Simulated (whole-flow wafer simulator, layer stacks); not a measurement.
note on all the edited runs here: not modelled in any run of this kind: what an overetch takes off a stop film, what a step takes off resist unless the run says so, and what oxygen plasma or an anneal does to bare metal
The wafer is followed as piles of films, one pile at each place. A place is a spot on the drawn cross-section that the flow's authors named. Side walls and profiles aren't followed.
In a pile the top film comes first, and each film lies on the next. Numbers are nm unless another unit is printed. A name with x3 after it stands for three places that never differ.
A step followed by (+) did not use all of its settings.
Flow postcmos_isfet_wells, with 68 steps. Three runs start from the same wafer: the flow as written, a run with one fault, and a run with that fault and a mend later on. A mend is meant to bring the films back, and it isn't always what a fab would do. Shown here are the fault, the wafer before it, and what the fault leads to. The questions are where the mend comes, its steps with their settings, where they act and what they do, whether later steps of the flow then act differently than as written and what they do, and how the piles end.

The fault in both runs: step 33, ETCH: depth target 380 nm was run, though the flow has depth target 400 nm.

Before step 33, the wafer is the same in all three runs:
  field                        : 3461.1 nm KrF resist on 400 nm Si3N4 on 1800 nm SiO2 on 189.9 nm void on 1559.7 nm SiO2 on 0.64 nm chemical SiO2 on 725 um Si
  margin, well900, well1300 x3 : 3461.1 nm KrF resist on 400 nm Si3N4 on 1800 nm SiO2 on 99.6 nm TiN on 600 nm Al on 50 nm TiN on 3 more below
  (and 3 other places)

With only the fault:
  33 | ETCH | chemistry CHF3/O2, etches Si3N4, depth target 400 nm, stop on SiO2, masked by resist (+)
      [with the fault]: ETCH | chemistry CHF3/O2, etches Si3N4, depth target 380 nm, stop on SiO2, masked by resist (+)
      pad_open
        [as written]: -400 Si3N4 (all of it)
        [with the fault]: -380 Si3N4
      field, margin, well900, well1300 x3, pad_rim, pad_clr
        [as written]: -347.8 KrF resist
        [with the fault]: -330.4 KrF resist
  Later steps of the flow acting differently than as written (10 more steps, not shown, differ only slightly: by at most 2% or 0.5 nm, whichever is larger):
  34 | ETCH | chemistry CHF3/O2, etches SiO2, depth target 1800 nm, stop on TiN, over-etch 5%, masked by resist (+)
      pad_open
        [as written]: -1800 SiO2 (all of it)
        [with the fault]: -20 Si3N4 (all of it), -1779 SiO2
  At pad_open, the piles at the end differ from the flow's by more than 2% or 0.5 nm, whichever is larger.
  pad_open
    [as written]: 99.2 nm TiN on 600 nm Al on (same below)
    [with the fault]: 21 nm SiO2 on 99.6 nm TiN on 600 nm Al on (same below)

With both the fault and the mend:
  After step 33 comes the mend.
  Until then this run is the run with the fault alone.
  33a | ETCH | chemistry CHF3/O2, etches Si3N4, depth target 20 nm, stop on SiO2, masked by resist (a further turn of the flow's step 33, with different settings)
      field, margin, well900, well1300 x3, pad_rim, pad_clr
        -17.4 KrF resist
      pad_open
        -20 Si3N4 (all of it)
  Later steps of the flow that are run all act as written at every place that is followed.
  At every place that both follow, the piles at the end match the flow's.
